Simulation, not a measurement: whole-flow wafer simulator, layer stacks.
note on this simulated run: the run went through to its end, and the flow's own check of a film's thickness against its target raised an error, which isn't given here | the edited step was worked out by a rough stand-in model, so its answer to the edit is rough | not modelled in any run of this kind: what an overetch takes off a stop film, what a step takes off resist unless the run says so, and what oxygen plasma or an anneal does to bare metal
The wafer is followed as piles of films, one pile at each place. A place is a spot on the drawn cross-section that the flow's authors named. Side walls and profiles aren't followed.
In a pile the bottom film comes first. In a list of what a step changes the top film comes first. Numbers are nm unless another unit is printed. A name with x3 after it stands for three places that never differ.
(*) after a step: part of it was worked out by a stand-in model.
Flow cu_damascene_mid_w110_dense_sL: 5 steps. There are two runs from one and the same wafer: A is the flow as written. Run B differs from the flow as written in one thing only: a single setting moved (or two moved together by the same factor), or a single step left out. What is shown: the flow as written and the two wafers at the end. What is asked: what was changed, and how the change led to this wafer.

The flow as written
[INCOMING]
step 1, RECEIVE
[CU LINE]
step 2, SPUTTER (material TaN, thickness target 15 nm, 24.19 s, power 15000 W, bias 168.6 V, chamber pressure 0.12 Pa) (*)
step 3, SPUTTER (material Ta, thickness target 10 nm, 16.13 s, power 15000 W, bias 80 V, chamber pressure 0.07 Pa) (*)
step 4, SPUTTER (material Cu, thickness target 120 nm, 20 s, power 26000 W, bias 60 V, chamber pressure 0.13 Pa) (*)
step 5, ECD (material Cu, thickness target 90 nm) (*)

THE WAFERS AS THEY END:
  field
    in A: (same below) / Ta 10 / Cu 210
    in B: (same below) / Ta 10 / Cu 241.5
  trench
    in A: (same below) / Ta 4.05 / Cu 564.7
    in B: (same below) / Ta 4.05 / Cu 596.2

What caused this: step 5, ECD: thickness target 121.5 nm was run, though the flow has thickness target 90 nm.

How this came from the change, step by step:
  step 5, ECD (material Cu, thickness target 90 nm) (*)
      field: A +90 Cu | B +121.5 Cu
      trench: A +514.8 Cu | B +546.3 Cu
